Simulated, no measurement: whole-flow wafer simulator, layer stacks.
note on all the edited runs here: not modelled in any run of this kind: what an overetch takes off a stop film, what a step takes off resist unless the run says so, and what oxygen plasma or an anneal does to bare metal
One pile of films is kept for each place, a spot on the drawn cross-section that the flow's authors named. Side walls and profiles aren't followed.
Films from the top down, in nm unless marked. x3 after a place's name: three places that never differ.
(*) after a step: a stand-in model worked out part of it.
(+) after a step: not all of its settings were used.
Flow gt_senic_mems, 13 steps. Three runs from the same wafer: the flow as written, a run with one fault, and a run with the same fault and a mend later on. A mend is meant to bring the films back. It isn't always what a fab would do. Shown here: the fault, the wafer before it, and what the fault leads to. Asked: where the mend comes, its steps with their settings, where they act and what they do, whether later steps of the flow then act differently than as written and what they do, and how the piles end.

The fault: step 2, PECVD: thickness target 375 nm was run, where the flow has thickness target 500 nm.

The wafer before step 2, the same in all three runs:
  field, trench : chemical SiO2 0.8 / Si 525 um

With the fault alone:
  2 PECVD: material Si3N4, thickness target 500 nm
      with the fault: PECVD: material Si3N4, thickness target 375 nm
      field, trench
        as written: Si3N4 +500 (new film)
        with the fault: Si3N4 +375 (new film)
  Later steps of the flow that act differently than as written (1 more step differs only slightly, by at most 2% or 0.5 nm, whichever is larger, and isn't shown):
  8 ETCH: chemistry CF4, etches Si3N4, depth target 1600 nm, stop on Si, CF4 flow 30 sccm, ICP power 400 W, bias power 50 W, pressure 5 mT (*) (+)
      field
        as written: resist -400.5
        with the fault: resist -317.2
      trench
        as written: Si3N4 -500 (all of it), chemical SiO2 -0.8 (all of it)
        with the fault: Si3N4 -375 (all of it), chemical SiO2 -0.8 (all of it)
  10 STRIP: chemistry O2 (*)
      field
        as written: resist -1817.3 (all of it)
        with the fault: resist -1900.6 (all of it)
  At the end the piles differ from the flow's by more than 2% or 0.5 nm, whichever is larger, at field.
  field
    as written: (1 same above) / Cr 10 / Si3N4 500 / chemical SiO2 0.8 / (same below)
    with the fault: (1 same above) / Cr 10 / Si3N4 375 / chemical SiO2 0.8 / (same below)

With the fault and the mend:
  The mend comes after step 2.
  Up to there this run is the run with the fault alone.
  2a PECVD: material Si3N4, thickness target 125 nm (the flow's step 2 once more, with other settings)
      field, trench
        Si3N4 +125
  No later step of the flow acts differently than as written at any place that is followed.
  At the end the piles are the same as the flow's at every place that both follow.
